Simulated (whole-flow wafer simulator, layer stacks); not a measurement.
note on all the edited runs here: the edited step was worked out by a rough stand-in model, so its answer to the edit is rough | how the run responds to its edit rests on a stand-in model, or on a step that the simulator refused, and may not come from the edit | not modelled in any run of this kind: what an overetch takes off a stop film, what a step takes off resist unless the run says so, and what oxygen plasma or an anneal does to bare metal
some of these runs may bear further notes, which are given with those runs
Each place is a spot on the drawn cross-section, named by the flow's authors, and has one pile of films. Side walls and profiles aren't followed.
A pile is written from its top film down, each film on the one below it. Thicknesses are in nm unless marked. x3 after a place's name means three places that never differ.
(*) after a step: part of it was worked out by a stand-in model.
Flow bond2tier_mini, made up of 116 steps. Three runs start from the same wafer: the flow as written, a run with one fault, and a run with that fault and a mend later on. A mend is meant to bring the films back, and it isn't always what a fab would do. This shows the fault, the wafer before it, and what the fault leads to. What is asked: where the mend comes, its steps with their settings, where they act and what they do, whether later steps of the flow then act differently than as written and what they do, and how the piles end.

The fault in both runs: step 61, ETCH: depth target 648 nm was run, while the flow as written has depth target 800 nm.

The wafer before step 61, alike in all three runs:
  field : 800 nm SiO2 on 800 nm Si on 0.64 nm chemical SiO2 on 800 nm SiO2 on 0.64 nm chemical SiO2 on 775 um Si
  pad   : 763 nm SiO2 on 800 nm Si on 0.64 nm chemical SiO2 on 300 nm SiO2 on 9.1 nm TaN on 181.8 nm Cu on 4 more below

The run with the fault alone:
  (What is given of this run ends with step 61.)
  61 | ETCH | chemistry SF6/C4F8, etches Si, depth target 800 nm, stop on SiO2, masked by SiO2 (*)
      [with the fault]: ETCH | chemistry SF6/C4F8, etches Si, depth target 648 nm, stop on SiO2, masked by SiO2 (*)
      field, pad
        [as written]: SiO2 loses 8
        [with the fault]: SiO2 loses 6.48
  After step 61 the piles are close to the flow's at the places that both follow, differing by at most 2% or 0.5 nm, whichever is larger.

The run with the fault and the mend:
  After step 61 comes the mend.
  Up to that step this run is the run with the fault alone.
  61a | ETCH | chemistry SF6/C4F8, etches Si, depth target 152 nm, stop on SiO2, masked by SiO2 (*) (a further turn of the flow's step 61, with different settings)
      field, pad
        SiO2 loses 1.52
  Every later step of the flow that is run acts as written at every place that is followed.
  The piles end the same as the flow's at every place that both follow.
